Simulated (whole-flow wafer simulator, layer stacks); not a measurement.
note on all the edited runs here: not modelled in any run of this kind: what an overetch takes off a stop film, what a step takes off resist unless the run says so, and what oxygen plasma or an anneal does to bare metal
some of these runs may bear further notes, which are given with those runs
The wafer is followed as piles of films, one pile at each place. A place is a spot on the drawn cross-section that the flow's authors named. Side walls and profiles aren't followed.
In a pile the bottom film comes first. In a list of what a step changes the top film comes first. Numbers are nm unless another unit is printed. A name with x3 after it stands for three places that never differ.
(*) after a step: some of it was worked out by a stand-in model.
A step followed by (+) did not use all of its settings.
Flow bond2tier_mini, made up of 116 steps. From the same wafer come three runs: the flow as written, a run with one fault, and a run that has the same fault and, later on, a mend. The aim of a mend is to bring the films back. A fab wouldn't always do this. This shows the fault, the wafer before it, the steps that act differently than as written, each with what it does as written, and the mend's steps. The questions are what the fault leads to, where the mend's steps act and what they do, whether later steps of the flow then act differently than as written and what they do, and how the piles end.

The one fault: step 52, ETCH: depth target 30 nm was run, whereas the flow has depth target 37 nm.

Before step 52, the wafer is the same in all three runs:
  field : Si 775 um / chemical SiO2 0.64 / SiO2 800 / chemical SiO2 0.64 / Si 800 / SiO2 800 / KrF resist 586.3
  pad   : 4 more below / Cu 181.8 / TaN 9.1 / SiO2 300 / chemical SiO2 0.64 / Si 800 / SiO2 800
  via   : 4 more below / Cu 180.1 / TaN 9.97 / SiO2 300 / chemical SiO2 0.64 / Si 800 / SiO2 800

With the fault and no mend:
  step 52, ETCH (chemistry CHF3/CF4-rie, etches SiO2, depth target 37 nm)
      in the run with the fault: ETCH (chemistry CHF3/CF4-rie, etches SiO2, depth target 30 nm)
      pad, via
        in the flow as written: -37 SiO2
        in the run with the fault: -30 SiO2
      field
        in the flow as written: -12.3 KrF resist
        in the run with the fault: -10 KrF resist
  Every later step of the flow that is run acts as written, at every place that is followed, to within 2% or 0.5 nm, whichever is larger.
  By the end, the piles at pad depart from the flow's by more than 2% or 0.5 nm, whichever is larger.
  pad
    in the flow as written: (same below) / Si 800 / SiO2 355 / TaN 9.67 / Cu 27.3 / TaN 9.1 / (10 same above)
    in the run with the fault: (same below) / Si 800 / SiO2 362 / TaN 9.73 / Cu 20.3 / TaN 9.1 / (10 same above)

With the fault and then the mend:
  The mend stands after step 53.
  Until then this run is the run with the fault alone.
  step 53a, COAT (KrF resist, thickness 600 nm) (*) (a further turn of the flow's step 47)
      field
        +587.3 KrF resist (new film)
      pad
        +613.3 KrF resist (new film)
      via
        +611.6 KrF resist (new film)
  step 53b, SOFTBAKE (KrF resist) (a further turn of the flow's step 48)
      alters no film at any place that is followed
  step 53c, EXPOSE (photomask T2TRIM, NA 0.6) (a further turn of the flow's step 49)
      alters no film at any place that is followed
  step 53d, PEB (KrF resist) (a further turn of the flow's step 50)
      alters no film at any place that is followed
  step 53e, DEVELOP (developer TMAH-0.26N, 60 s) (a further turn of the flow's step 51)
      field
        -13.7 KrF resist
      pad
        -613.3 KrF resist (all of it)
      via
        -611.6 KrF resist (all of it)
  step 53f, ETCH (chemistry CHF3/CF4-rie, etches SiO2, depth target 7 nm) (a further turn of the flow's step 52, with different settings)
      pad, via
        -7 SiO2
      field
        -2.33 KrF resist
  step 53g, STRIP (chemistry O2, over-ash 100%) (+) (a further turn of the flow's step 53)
      field
        -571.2 KrF resist (all of it)
  Every later step of the flow that is run acts as written at every place that is followed.
  The piles end the same as the flow's at every place that both follow.
